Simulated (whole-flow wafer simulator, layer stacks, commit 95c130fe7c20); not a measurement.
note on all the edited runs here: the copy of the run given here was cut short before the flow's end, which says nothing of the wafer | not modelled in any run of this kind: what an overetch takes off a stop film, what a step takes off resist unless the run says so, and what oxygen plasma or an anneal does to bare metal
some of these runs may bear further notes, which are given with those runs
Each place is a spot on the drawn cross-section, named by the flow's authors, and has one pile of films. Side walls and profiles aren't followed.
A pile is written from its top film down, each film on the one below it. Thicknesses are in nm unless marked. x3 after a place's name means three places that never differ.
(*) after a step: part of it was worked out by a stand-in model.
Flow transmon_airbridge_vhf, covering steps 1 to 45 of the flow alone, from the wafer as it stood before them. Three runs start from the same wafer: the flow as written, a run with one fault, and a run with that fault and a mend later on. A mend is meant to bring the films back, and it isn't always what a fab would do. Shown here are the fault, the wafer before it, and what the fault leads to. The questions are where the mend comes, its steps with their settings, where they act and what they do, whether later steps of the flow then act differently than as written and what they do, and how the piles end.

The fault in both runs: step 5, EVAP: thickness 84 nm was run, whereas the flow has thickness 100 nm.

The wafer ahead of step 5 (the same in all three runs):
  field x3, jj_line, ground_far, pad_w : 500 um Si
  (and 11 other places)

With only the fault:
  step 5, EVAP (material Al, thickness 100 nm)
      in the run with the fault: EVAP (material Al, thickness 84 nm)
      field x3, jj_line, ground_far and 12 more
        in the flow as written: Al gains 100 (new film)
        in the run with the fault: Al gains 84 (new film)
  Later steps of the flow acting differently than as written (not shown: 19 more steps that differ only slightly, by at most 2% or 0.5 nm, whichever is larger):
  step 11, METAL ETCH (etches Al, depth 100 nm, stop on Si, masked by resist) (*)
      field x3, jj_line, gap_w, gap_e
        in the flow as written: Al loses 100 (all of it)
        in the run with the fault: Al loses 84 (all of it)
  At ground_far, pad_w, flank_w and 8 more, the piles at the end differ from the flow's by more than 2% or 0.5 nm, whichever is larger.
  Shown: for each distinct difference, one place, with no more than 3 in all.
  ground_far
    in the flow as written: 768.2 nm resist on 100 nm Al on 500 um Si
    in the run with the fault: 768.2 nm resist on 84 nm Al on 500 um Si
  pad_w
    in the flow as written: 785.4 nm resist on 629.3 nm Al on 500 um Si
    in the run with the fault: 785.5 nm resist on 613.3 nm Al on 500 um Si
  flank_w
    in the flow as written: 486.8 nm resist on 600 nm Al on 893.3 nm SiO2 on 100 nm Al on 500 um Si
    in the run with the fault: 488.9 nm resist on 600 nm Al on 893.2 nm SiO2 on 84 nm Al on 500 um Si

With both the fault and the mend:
  The mend follows step 5.
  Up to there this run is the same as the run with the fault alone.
  step 5a, EVAP (material Al, thickness 16 nm) (the flow's step 5, run once more with other settings)
      field x3, jj_line, ground_far and 12 more
        Al gains 16
  Later steps of the flow that are run all act as written at every place that is followed.
  The piles end the same as the flow's at every place that both follow.
